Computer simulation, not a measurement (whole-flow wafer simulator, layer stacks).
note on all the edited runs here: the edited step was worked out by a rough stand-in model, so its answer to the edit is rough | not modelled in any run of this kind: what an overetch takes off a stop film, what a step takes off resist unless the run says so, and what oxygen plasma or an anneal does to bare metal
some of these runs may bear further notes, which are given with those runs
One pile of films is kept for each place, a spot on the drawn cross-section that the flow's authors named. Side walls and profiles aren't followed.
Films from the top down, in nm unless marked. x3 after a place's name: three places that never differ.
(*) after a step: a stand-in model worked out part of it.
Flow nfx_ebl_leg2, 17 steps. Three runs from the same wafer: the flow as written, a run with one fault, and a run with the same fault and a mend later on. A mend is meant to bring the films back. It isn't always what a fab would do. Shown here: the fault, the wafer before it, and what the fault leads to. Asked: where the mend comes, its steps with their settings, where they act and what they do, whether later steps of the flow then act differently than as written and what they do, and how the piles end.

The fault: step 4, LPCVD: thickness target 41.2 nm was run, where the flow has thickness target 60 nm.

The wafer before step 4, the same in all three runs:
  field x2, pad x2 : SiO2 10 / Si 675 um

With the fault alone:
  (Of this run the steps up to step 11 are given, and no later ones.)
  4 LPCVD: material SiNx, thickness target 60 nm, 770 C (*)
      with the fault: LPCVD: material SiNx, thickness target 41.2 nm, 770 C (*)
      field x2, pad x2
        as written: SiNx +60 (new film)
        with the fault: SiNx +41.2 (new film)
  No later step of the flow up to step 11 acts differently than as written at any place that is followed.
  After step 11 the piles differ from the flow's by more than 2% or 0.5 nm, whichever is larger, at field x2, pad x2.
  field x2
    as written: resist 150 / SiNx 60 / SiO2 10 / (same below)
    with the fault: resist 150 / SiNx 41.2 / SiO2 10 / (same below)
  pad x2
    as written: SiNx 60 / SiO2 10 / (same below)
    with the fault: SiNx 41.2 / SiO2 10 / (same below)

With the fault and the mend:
  The mend comes after step 11.
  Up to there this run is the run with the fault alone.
  11a STRIP: resist, chemistry O2, 25 C (*)
      field x2
        resist -150 (all of it)
  11b CLEAN: chemistry SC1/SC2 (*) (the flow's step 2 once more)
      changes no film at any place that is followed
  11c LPCVD: material SiNx, thickness target 18.8 nm, 770 C (*) (the flow's step 4 once more, with other settings)
      field x2, pad x2
        SiNx +18.8
  11d DEHYDRATE: 180 C, 120 s (the flow's step 6 once more)
      changes no film at any place that is followed
  11e COAT: resist, thickness 150 nm (the flow's step 7 once more)
      field x2, pad x2
        resist +150 (new film)
  11f SOFTBAKE: resist, 150 C, 60 s (the flow's step 8 once more)
      changes no film at any place that is followed
  11g EXPOSE: PMMA, thickness 150 nm, photomask GRATING (*) (the flow's step 9 once more)
      changes no film at any place that is followed
  11h DEVELOP: resist, thickness 150 nm, developer developer-C-546, 60 s (*) (the flow's step 10 once more)
      pad x2
        resist -150 (all of it)
  No later step of the flow acts differently than as written at any place that is followed.
  At the end the piles are the same as the flow's at every place that both follow.
